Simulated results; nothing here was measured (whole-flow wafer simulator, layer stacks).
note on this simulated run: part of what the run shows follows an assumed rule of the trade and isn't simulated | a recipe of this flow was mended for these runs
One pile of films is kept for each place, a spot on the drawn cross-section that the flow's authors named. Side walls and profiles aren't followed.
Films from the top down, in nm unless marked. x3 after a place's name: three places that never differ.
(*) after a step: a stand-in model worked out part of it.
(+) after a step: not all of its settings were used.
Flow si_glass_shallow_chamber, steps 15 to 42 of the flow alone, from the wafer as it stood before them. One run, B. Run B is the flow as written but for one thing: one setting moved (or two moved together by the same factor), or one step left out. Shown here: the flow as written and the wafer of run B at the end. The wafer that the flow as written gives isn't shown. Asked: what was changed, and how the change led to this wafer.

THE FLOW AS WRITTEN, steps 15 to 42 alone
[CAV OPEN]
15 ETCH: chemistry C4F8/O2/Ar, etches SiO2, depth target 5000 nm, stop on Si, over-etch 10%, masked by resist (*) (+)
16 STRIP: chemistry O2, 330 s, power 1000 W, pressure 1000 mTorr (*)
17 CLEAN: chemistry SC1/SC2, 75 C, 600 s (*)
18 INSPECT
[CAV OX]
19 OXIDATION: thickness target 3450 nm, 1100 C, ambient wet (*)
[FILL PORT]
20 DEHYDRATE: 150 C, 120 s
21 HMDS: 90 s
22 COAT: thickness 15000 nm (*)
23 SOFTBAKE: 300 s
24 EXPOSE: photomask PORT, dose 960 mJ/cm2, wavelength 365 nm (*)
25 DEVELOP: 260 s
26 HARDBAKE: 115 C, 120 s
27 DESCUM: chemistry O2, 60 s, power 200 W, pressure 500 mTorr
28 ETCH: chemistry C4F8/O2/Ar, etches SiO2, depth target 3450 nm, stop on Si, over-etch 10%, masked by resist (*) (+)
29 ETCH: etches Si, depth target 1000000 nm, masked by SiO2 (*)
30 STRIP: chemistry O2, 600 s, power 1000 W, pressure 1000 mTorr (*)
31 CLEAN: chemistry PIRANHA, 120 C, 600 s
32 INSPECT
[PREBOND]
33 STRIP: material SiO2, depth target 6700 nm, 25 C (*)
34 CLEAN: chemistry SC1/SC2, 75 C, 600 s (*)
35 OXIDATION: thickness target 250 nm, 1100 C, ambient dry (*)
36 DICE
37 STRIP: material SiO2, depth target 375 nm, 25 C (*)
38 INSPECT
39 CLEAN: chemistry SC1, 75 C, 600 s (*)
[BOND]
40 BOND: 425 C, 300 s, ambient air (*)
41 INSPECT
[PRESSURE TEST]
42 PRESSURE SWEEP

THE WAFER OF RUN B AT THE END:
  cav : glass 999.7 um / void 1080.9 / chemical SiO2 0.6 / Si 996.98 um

The cause: step 15, ETCH: over-etch 7.6% was run, where the flow has over-etch 10%.

How the change led to this, step by step:
  15 ETCH: chemistry C4F8/O2/Ar, etches SiO2, depth target 5000 nm, stop on Si, over-etch 10%, masked by resist (*) (+)
      rim, ramp, septum, ring: thick-i-line-resist -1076 (as written it would be: thick-i-line-resist -1100)
      cav, port: SiO2 -5000 (all of it), Si -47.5 (as written it would be: SiO2 -5000 (all of it), Si -62.5)
  22 COAT: thickness 15000 nm (*)
      rim: thick-i-line-resist +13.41 um (new film) (as written it would be: thick-i-line-resist +13.4 um (new film))
      ramp: thick-i-line-resist +12.9 um (new film) (as written it would be: thick-i-line-resist +12.89 um (new film))
      (and at 1 more place)
  25 DEVELOP: 260 s
      port: thick-i-line-resist -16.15 um (all of it) (as written it would be: thick-i-line-resist -16.16 um (all of it))
  29 ETCH: etches Si, depth target 1000000 nm, masked by SiO2 (*)
      rim, ramp: thick-i-line-resist -11.48 um (all of it), SiO2 -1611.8 (as written it would be: thick-i-line-resist -11.47 um (all of it), SiO2 -1617.3)
      port: hole +997.06 um (new film), Si -997.06 um (all of it) (as written it would be: hole +997.05 um (new film), Si -997.05 um (all of it))
